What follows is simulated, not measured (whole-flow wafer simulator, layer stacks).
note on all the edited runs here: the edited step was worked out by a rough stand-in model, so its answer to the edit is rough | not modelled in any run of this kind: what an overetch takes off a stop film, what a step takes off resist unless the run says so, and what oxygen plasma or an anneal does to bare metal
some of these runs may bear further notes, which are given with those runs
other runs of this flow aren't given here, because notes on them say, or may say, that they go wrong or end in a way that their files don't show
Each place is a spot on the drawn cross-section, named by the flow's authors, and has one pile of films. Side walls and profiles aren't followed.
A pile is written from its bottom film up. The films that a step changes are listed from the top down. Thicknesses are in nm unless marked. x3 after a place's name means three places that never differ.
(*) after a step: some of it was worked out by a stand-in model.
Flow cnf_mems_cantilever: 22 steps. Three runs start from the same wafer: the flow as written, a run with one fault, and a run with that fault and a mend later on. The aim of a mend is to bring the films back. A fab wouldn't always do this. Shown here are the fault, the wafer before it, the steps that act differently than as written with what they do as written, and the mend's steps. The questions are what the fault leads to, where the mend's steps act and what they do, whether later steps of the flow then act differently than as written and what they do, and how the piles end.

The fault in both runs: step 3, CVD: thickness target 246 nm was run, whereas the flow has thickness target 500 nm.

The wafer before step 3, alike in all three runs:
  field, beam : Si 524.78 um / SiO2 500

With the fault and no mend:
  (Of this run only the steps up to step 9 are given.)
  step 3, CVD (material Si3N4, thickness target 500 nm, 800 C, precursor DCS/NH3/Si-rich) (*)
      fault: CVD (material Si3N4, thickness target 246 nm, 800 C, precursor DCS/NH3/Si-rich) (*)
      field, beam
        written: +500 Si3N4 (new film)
        fault: +246 Si3N4 (new film)
  None of the later steps of the flow up to step 9 acts differently than as written at any place that is followed.
  Once step 9 is done, the piles at field, beam depart from the flow's by more than 2% or 0.5 nm, whichever is larger.
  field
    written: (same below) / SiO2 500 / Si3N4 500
    fault: (same below) / SiO2 500 / Si3N4 246
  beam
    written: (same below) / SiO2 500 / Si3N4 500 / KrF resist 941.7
    fault: (same below) / SiO2 500 / Si3N4 246 / KrF resist 941.7

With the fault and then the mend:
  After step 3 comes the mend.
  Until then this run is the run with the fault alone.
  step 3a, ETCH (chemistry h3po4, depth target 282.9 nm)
      field, beam
        -246 Si3N4 (all of it)
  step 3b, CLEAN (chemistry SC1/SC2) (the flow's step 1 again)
      alters no film at any place that is followed
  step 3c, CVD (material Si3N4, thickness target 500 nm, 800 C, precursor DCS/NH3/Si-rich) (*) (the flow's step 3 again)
      field, beam
        +500 Si3N4 (new film)
  None of the later steps of the flow acts differently than as written at any place that is followed.
  The piles end the same as the flow's at every place that both follow.
